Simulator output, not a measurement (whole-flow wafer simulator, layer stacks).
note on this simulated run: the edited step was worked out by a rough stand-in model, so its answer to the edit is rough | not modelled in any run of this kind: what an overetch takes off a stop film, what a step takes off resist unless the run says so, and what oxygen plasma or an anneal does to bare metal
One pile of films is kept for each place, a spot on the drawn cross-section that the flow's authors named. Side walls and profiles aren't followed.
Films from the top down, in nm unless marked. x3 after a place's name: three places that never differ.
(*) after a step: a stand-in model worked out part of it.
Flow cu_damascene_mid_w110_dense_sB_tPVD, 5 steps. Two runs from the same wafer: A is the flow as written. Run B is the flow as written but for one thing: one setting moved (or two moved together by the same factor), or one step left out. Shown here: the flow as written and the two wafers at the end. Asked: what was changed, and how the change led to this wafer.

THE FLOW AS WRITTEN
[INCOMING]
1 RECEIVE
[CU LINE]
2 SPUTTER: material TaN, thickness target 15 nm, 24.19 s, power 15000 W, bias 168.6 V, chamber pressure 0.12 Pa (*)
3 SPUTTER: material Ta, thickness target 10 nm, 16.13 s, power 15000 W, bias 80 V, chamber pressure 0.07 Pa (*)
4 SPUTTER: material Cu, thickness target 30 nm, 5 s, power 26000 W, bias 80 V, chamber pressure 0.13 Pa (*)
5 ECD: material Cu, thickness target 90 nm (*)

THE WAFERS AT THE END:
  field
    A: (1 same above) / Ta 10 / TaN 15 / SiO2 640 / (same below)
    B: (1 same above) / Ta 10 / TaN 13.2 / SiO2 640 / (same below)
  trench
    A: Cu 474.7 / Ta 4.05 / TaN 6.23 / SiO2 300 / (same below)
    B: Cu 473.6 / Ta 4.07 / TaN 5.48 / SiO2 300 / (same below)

The cause: step 2, SPUTTER: power 13200 W was run, where the flow has power 15000 W.

How the change led to this, step by step:
  2 SPUTTER: material TaN, thickness target 15 nm, 24.19 s, power 15000 W, bias 168.6 V, chamber pressure 0.12 Pa (*)
      field: A TaN +15 (new film) | B TaN +13.2 (new film)
      trench: A TaN +6.23 (new film) | B TaN +5.48 (new film)
